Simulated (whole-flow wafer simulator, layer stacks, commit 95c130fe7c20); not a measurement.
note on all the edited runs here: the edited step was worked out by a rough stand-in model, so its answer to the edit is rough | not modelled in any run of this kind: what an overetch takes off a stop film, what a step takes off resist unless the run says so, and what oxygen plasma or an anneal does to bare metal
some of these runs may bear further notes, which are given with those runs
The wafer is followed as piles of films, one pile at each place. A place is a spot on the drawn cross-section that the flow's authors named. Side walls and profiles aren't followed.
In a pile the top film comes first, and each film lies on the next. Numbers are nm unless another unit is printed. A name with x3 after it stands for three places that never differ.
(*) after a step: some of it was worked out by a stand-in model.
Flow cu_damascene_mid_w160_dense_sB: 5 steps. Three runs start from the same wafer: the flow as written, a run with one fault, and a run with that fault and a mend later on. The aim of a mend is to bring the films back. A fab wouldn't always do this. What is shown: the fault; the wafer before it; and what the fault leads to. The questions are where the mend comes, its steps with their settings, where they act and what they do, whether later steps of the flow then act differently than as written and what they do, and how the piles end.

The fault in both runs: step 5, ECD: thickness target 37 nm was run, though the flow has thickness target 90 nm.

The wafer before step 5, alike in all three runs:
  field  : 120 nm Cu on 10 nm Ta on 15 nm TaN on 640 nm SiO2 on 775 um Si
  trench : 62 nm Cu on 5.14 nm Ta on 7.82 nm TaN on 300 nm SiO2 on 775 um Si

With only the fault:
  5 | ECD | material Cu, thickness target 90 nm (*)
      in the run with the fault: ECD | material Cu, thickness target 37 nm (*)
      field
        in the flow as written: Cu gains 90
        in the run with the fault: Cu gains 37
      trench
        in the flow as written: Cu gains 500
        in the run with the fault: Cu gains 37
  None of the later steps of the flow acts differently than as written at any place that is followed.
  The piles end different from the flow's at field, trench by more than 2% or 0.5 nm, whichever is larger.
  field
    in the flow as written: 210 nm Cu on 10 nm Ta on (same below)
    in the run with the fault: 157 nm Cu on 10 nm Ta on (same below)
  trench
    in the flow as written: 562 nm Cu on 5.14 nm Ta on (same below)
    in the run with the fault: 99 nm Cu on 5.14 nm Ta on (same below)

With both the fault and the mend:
  After step 5 comes the mend.
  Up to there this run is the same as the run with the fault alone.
  5a | ECD | material Cu, thickness target 53 nm (*) (the flow's step 5, run once more with other settings)
      field
        Cu gains 53
      trench
        Cu gains 463
  None of the later steps of the flow acts differently than as written at any place that is followed.
  By the end, the piles equal the flow's at every place that both follow.
